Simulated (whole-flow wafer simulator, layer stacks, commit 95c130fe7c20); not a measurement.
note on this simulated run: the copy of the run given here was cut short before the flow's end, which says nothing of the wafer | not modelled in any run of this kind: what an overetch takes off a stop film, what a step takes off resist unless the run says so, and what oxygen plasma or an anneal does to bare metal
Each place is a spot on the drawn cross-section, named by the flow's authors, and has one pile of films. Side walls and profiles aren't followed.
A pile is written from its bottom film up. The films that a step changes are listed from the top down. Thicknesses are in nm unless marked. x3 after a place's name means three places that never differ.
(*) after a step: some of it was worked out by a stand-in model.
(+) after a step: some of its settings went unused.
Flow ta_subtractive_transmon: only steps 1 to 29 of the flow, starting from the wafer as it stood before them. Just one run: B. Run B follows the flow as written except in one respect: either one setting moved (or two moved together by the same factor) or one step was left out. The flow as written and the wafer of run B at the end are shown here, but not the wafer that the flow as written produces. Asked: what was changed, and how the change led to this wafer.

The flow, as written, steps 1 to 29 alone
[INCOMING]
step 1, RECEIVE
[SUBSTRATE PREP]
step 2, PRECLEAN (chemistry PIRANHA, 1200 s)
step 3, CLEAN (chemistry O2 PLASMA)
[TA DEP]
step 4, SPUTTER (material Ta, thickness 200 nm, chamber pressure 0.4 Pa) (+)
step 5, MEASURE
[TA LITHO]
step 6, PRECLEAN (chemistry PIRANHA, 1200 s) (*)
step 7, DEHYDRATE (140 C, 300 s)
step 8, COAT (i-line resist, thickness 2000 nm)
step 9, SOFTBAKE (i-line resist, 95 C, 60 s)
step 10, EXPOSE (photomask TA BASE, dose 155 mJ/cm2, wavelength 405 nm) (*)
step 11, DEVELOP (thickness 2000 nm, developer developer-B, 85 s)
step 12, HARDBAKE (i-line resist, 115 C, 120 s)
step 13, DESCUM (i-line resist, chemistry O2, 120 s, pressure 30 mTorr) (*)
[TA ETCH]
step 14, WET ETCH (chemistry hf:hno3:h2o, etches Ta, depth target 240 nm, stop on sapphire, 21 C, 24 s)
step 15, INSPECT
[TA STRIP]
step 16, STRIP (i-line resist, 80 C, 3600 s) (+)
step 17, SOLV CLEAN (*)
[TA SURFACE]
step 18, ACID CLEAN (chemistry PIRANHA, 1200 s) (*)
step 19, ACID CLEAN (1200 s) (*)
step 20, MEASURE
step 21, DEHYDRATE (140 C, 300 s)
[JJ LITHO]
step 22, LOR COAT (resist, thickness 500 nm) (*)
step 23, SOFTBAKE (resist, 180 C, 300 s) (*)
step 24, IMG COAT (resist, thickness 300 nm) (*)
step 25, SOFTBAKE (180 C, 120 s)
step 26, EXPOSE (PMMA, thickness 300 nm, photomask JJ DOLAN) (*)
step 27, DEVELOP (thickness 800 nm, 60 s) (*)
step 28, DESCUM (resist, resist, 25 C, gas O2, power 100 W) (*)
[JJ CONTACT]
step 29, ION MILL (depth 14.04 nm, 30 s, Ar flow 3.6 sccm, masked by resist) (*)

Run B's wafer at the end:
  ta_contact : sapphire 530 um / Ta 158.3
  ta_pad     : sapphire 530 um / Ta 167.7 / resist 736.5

The reason: step 4, SPUTTER: thickness 168 nm was run, though the flow has thickness 200 nm.

The path from the change to this, step by step:
  step 4, SPUTTER (material Ta, thickness 200 nm, chamber pressure 0.4 Pa) (+)
      field x2, jj_line, lead, ta_contact, ta_pad: +168 Ta (new film) (as written it would have been: +200 Ta (new film))
  step 14, WET ETCH (chemistry hf:hno3:h2o, etches Ta, depth target 240 nm, stop on sapphire, 21 C, 24 s)
      field x2, jj_line, lead: -168 Ta (all of it) (as written it would have been: -200 Ta (all of it))
